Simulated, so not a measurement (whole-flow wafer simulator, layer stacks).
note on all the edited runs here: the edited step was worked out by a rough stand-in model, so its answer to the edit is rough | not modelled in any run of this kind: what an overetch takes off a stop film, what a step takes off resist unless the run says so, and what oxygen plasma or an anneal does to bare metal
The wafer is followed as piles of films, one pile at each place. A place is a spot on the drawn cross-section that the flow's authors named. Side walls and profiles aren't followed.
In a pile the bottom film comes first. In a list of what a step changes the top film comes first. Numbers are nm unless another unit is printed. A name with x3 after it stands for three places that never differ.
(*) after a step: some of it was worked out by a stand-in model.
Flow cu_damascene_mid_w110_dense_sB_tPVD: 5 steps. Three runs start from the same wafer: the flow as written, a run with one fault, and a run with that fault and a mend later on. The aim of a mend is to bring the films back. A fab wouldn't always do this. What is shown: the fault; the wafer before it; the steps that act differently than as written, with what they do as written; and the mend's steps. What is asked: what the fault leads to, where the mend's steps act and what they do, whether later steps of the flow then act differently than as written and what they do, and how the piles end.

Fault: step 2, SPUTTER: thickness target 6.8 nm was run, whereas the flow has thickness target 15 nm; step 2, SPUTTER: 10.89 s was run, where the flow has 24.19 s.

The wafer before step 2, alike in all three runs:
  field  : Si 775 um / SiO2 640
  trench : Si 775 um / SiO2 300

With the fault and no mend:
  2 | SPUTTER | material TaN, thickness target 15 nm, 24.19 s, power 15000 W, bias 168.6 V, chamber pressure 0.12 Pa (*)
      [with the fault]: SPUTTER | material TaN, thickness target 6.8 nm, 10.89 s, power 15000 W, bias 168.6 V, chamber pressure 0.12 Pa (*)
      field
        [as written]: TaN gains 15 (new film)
        [with the fault]: TaN gains 6.8 (new film)
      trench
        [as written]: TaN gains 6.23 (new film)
        [with the fault]: TaN gains 2.82 (new film)
  None of the later steps of the flow differs from how it acts as written, at any place that is followed, by more than 2% or 0.5 nm, whichever is larger.
  At field, trench, the piles at the end differ from the flow's by more than 2% or 0.5 nm, whichever is larger.
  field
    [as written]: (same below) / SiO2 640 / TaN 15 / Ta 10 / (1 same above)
    [with the fault]: (same below) / SiO2 640 / TaN 6.8 / Ta 10 / (1 same above)
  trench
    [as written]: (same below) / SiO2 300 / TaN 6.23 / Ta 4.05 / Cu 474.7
    [with the fault]: (same below) / SiO2 300 / TaN 2.82 / Ta 4.15 / Cu 469.8

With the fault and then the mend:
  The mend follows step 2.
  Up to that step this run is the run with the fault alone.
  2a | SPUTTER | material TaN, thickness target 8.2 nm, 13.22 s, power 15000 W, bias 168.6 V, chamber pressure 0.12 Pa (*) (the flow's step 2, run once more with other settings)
      field
        TaN gains 8.2
      trench
        TaN gains 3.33
  None of the later steps of the flow differs from how it acts as written, at any place that is followed, by more than 2% or 0.5 nm, whichever is larger.
  At the end the piles are close to the flow's at the places that both follow, differing by at most 2% or 0.5 nm, whichever is larger.
